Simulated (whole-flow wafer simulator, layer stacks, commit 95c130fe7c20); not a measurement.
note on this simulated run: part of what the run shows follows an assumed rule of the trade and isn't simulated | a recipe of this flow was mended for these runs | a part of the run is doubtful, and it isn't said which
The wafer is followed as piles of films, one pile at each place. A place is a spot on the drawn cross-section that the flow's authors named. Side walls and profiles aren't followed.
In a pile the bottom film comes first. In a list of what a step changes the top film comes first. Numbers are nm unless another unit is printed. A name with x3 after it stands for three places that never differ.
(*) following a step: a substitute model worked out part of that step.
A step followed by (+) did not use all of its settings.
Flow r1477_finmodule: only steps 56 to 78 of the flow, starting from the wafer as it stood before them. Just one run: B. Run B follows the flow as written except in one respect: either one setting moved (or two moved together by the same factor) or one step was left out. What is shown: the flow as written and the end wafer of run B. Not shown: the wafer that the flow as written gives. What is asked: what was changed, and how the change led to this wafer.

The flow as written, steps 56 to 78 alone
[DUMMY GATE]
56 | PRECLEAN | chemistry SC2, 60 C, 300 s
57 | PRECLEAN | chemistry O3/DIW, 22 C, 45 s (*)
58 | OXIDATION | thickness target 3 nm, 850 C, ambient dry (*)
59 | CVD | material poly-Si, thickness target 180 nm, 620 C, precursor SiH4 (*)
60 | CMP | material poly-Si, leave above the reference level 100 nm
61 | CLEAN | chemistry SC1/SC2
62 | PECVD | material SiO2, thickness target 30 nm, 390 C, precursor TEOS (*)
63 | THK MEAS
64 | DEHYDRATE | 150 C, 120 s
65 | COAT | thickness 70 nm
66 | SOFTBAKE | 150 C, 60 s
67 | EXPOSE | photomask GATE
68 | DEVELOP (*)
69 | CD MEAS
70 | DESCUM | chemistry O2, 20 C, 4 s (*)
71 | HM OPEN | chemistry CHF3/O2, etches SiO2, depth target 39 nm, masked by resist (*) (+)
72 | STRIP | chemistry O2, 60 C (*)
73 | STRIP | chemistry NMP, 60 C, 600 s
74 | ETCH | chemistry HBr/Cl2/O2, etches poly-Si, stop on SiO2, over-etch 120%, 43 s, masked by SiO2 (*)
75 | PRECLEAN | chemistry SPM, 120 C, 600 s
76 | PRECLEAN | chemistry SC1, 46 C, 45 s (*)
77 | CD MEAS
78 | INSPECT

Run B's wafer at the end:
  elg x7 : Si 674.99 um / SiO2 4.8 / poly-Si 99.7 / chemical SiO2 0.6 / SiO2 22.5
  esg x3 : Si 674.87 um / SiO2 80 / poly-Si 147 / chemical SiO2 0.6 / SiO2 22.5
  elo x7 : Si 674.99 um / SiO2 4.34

The reason: step 58, OXIDATION: thickness target 4.8 nm was run, whereas the flow has thickness target 3 nm.
One can read it off the wafer: elg x7 has SiO2 4.8, and step 58 as written asks for 3 nm.

How this came from the change, step by step:
  58 | OXIDATION | thickness target 3 nm, 850 C, ambient dry (*)
      elg x7, elo x7: SiO2 gains 4.8 (new film), chemical SiO2 loses 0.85 (all of it), Si loses 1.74 (in the flow as written it would be: SiO2 gains 3 (new film), chemical SiO2 loses 0.85 (all of it), Si loses 0.95)
  60 | CMP | material poly-Si, leave above the reference level 100 nm
      pad, padg: poly-Si loses 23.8 (in the flow as written it would be: poly-Si loses 24.8)
